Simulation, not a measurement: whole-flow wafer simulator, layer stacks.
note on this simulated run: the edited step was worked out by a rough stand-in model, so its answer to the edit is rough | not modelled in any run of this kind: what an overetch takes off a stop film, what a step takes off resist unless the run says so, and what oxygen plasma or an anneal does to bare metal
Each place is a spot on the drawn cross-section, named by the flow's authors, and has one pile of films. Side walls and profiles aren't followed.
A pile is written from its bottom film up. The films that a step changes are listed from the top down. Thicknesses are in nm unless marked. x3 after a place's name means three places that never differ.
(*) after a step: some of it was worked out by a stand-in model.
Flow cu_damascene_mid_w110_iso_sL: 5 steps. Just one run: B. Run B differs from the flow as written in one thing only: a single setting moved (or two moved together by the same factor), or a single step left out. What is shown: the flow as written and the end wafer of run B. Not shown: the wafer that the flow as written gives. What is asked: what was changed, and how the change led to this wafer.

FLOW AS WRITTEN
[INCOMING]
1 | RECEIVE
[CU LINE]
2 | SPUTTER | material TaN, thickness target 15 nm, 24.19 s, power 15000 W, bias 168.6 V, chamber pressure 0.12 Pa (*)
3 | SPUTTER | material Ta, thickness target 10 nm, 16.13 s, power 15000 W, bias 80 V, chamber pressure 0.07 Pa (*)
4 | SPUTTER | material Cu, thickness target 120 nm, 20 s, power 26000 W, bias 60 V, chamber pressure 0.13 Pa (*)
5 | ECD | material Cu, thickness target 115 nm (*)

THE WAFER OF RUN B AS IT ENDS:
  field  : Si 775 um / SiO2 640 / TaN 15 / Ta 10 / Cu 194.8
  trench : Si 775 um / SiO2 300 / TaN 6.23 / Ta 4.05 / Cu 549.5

Cause: step 5, ECD: thickness target 74.8 nm was run, whereas the flow has thickness target 115 nm.

The path from the change to this, step by step:
  5 | ECD | material Cu, thickness target 115 nm (*)
      field: +74.8 Cu (in the flow as written it would be: +115 Cu)
      trench: +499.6 Cu (in the flow as written it would be: +539.8 Cu)
